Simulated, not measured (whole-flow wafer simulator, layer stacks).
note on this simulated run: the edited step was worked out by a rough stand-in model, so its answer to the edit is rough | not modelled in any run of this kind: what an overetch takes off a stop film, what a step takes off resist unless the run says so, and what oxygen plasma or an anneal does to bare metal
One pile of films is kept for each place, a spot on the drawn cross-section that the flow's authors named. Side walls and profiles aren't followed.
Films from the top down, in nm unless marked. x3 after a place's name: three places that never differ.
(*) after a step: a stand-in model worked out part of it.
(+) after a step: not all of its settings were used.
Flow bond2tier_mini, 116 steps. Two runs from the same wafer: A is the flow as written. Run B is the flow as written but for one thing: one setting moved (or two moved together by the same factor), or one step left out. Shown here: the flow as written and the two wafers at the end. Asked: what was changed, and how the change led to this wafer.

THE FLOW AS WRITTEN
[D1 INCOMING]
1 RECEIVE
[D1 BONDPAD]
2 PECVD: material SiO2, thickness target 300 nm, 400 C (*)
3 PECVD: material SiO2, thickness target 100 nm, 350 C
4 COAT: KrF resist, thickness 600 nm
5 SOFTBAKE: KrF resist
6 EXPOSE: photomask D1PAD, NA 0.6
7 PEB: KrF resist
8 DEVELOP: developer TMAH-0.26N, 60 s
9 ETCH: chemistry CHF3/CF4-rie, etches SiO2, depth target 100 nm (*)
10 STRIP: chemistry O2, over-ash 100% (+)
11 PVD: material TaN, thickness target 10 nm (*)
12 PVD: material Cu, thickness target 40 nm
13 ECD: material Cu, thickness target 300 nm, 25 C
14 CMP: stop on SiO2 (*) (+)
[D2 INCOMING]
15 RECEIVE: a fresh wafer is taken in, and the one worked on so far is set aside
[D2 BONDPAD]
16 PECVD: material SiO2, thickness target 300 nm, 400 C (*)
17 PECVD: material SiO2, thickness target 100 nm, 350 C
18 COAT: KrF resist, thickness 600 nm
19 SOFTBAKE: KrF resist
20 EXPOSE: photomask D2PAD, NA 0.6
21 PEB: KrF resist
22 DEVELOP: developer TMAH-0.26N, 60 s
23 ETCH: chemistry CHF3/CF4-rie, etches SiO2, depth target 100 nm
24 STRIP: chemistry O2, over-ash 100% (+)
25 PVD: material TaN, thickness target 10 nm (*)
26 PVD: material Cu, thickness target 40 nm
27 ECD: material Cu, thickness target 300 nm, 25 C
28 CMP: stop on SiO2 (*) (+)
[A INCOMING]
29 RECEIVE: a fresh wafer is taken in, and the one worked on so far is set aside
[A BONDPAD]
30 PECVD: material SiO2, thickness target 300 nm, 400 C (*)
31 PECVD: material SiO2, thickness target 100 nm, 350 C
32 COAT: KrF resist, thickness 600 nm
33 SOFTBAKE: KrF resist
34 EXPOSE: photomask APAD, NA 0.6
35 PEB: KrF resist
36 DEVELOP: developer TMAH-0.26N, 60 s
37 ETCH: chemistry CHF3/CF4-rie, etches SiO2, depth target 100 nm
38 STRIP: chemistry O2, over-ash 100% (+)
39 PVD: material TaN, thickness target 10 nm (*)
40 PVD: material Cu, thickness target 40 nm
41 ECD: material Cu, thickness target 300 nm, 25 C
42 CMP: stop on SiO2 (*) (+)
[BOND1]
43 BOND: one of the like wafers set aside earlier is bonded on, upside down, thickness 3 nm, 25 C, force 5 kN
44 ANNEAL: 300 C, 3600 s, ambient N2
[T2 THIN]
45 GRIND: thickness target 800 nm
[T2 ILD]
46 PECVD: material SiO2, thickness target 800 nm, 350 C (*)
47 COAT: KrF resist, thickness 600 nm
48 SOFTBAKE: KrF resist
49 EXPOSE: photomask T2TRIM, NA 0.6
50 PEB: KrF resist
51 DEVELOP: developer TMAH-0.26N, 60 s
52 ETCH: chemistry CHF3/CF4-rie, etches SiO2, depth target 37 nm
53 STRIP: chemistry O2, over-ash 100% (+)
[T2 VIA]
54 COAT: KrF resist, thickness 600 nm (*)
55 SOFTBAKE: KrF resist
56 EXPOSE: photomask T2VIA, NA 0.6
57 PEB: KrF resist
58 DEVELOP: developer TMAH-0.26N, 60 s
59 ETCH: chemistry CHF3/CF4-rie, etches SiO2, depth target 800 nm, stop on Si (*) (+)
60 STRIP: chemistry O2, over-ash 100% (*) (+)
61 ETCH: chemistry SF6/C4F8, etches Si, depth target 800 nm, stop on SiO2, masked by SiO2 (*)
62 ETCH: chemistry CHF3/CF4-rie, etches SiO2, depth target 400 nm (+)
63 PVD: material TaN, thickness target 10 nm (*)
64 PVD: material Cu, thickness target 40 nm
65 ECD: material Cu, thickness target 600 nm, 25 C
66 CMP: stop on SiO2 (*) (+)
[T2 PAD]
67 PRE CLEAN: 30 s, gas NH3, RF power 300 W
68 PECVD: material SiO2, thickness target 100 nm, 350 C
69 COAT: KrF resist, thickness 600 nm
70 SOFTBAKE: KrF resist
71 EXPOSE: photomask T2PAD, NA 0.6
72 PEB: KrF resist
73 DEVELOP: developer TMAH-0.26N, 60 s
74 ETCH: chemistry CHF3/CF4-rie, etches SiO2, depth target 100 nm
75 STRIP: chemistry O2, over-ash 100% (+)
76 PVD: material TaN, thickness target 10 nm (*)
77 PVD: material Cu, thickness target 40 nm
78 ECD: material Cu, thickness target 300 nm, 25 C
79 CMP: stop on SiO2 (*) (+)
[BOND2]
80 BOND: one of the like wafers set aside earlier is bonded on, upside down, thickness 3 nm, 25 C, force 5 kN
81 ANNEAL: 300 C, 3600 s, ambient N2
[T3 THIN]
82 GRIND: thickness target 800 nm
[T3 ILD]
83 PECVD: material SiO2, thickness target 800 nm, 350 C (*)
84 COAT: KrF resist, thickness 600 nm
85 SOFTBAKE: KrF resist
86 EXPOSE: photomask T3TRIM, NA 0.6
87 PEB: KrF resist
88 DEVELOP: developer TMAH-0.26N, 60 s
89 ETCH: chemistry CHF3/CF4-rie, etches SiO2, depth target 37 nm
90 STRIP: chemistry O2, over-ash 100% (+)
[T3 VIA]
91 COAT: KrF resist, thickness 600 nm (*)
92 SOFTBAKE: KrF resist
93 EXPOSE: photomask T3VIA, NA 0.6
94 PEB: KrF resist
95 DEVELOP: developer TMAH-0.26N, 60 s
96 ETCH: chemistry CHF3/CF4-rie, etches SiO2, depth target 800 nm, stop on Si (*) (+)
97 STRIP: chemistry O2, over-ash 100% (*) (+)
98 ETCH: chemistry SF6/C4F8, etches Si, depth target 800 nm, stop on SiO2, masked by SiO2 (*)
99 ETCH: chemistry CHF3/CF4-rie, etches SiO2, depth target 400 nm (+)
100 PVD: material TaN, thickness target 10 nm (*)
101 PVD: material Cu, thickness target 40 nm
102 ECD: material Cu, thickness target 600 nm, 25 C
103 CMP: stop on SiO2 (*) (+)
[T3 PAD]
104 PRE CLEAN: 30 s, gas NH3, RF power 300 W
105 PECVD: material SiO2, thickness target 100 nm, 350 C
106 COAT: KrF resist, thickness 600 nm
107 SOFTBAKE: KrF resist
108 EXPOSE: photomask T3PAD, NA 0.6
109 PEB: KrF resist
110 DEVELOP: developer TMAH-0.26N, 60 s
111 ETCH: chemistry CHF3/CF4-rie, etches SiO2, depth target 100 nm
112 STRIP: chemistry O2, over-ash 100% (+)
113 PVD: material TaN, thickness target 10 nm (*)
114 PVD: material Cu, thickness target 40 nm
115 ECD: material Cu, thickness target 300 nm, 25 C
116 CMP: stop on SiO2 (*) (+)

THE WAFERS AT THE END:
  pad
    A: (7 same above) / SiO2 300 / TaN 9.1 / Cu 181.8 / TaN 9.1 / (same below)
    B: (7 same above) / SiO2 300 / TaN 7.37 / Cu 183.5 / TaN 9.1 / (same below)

The cause: step 25, PVD: thickness target 8.1 nm was run, where the flow has thickness target 10 nm.

How the change led to this, step by step:
  25 PVD: material TaN, thickness target 10 nm (*)
      field: A TaN +10 (new film) | B TaN +8.1 (new film)
      pad: A TaN +9.1 (new film) | B TaN +7.37 (new film)
      (and at 1 more place)
  28 CMP: stop on SiO2 (*) (+)
      field: A Cu -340 (all of it), TaN -10 (all of it) | B Cu -340 (all of it), TaN -8.1 (all of it)
  80 BOND: one of the like wafers set aside earlier is bonded on, upside down, thickness 3 nm, 25 C, force 5 kN
      pad: A Si +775 um (new film), chemical SiO2 +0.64 (new film), SiO2 +300 (new film), TaN +9.1 (new film), Cu +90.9 | B Si +775 um (new film), chemical SiO2 +0.64 (new film), SiO2 +300 (new film), TaN +7.37 (new film), Cu +92.6
